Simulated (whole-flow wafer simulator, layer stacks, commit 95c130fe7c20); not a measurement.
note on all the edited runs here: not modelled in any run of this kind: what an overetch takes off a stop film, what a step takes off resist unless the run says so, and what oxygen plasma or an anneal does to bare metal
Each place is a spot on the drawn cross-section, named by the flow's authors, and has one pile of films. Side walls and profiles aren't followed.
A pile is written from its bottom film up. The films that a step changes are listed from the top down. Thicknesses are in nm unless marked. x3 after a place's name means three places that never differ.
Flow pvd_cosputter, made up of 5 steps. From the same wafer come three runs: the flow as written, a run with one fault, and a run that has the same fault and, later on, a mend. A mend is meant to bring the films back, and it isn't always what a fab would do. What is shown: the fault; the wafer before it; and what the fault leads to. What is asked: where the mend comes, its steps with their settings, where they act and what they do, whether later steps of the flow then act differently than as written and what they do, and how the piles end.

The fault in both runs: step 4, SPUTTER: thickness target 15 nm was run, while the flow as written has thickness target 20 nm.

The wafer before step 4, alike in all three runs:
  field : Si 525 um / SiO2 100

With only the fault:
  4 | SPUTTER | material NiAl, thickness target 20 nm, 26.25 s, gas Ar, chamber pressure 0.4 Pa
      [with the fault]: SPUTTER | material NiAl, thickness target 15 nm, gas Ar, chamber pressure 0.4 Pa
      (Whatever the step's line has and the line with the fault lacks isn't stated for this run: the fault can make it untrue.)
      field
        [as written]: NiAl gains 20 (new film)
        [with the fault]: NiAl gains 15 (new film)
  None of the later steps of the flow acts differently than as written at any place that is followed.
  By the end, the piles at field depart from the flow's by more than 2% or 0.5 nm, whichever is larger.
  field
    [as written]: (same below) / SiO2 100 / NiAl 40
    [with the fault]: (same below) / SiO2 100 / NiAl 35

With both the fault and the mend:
  The mend stands after step 4.
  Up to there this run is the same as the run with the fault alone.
  4a | SPUTTER | material NiAl, thickness target 5 nm, gas Ar, chamber pressure 0.4 Pa (a further turn of the flow's step 4, with different settings)
      field
        NiAl gains 5
  None of the later steps of the flow acts differently than as written at any place that is followed.
  By the end, the piles equal the flow's at every place that both follow.
